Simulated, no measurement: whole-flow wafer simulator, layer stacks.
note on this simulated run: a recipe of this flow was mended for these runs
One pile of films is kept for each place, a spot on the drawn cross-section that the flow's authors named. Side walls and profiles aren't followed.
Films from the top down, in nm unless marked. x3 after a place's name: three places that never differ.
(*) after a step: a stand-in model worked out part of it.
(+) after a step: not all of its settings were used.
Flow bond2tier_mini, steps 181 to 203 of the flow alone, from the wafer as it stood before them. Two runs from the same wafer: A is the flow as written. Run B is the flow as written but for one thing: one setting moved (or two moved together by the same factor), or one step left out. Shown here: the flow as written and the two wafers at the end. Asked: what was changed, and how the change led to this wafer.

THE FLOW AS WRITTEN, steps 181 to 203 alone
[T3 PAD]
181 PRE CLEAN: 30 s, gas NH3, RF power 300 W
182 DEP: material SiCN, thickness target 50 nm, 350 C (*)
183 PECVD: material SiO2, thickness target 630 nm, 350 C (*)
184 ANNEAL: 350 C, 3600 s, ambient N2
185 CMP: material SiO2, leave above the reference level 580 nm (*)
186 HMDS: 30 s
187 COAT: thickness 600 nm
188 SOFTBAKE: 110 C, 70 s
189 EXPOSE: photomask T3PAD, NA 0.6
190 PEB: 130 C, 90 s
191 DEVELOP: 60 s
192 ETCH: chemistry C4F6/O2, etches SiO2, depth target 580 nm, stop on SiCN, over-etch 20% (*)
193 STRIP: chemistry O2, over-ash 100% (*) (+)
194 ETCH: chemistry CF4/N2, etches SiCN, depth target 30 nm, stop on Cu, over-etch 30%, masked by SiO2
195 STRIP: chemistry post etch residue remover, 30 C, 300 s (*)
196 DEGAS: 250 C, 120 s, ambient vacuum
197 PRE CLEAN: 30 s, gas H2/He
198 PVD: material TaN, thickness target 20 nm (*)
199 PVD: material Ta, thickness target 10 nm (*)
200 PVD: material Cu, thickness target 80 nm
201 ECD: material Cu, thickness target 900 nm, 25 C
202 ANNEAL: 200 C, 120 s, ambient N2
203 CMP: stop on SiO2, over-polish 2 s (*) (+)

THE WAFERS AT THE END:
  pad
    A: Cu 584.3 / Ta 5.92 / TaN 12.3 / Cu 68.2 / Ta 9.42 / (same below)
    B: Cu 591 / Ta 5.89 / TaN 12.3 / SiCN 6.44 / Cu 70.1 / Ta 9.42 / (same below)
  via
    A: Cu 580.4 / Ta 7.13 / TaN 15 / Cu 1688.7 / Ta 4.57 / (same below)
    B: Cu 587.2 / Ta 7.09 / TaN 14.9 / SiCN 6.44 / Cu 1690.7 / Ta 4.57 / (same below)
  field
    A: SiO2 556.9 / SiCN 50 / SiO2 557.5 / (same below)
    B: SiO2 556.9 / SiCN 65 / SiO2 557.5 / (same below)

The cause: step 182, DEP: thickness target 65 nm was run, where the flow has thickness target 50 nm.
It can be read off the wafer: field has SiCN 65, and step 182 as written asks for 50 nm.

How the change led to this, step by step:
  182 DEP: material SiCN, thickness target 50 nm, 350 C (*)
      field, pad, via: A SiCN +50 (new film) | B SiCN +65 (new film)
  194 ETCH: chemistry CF4/N2, etches SiCN, depth target 30 nm, stop on Cu, over-etch 30%, masked by SiO2
      pad, via: A SiCN -30.4 (all of it), Cu -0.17 | B SiCN -39
  195 STRIP: chemistry post etch residue remover, 30 C, 300 s (*)
      pad, via: A Cu -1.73 | B nothing
Counting metal films that touch as one body, pad has 4 bodies (between them, from the top down: SiCN 6.44; SiO2 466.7 / Si 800 / chemical SiO2 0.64 / SiO2 300 / SiCN 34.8; SiO2 466.7 / Si 800 / chemical SiO2 0.64 / SiO2 300 / SiCN 34.8); the flow as written gives 3 bodies (between them, from the top down: SiO2 466.7 / Si 800 / chemical SiO2 0.64 / SiO2 300 / SiCN 34.8; SiO2 466.7 / Si 800 / chemical SiO2 0.64 / SiO2 300 / SiCN 34.8).
Counting metal films that touch as one body, via has 2 bodies (between them, from the top down: SiCN 6.44); the flow as written gives 1 body.
